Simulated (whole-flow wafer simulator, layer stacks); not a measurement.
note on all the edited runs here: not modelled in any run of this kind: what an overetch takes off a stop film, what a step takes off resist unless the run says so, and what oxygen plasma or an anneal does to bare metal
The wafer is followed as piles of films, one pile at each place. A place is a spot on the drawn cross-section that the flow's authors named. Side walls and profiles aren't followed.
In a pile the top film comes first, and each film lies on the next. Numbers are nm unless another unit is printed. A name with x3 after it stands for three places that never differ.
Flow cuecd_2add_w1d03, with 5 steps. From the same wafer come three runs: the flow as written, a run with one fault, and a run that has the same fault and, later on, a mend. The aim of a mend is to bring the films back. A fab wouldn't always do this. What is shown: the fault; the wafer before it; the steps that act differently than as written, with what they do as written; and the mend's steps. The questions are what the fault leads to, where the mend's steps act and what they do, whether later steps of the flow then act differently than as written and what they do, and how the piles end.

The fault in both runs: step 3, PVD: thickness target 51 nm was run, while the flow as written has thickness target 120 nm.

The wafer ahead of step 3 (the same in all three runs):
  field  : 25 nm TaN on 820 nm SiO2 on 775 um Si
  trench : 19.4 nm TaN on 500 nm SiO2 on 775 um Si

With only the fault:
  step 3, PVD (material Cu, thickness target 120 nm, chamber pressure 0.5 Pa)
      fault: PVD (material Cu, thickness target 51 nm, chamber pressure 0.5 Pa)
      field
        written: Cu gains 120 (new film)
        fault: Cu gains 51 (new film)
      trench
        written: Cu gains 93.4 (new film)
        fault: Cu gains 39.8 (new film)
  None of the later steps of the flow differs from how it acts as written, at any place that is followed, by more than 2% or 0.5 nm, whichever is larger.
  At field, trench, the piles at the end differ from the flow's by more than 2% or 0.5 nm, whichever is larger.
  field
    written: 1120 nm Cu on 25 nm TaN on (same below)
    fault: 1051 nm Cu on 25 nm TaN on (same below)
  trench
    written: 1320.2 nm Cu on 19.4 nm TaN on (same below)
    fault: 1247.3 nm Cu on 19.4 nm TaN on (same below)

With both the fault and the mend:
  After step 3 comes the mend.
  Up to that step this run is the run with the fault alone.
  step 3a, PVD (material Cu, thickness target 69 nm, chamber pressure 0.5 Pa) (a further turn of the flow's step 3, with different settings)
      field
        Cu gains 69
      trench
        Cu gains 52.6
  None of the later steps of the flow differs from how it acts as written, at any place that is followed, by more than 2% or 0.5 nm, whichever is larger.
  At the end the piles are close to the flow's at the places that both follow, differing by at most 2% or 0.5 nm, whichever is larger.
